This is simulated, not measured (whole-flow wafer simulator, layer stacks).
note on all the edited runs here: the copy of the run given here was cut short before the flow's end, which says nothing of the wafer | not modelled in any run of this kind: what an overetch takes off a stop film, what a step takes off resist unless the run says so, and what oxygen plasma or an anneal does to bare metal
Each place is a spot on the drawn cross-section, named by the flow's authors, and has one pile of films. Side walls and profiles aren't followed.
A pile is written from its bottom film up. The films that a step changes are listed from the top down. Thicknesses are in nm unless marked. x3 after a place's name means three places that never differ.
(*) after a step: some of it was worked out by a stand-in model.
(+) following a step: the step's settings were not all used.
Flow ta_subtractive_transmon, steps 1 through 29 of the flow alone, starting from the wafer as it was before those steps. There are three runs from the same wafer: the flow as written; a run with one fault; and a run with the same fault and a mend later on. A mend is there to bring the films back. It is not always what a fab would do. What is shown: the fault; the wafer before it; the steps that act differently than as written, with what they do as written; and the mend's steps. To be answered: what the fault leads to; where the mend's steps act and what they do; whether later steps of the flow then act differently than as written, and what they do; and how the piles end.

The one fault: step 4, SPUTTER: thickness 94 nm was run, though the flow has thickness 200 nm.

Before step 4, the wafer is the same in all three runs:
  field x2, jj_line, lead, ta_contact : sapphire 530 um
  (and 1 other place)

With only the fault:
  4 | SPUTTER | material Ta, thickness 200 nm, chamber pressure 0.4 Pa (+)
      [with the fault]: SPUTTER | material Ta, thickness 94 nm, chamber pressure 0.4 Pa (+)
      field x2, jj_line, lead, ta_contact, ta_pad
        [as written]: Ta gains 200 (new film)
        [with the fault]: Ta gains 94 (new film)
  Steps later in the flow that act otherwise than as written:
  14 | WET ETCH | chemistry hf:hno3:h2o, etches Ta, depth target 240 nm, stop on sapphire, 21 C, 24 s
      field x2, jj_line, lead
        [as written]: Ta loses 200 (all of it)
        [with the fault]: Ta loses 94 (all of it)
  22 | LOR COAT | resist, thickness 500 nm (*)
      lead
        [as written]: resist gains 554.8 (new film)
        [with the fault]: resist gains 526.7 (new film)
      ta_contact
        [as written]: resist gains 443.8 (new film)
        [with the fault]: resist gains 472.3 (new film)
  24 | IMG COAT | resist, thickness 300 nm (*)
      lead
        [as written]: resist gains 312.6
        [with the fault]: resist gains 305.9
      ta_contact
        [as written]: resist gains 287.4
        [with the fault]: resist gains 294.3
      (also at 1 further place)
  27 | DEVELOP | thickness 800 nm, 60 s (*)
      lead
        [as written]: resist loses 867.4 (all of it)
        [with the fault]: resist loses 832.6 (all of it)
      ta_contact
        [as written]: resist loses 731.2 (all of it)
        [with the fault]: resist loses 766.6 (all of it)
  At ta_contact, ta_pad, the piles at the end differ from the flow's by more than 2% or 0.5 nm, whichever is larger.
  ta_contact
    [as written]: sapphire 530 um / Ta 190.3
    [with the fault]: sapphire 530 um / Ta 84.3
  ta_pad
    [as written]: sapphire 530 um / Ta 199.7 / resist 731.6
    [with the fault]: sapphire 530 um / Ta 93.7 / resist 749

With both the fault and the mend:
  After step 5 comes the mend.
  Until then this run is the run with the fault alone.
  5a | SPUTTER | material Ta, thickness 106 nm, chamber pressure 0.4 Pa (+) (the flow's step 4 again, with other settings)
      field x2, jj_line, lead, ta_contact, ta_pad
        Ta gains 106
  Later steps of the flow that are run all act as written at every place that is followed.
  By the end, the piles equal the flow's at every place that both follow.
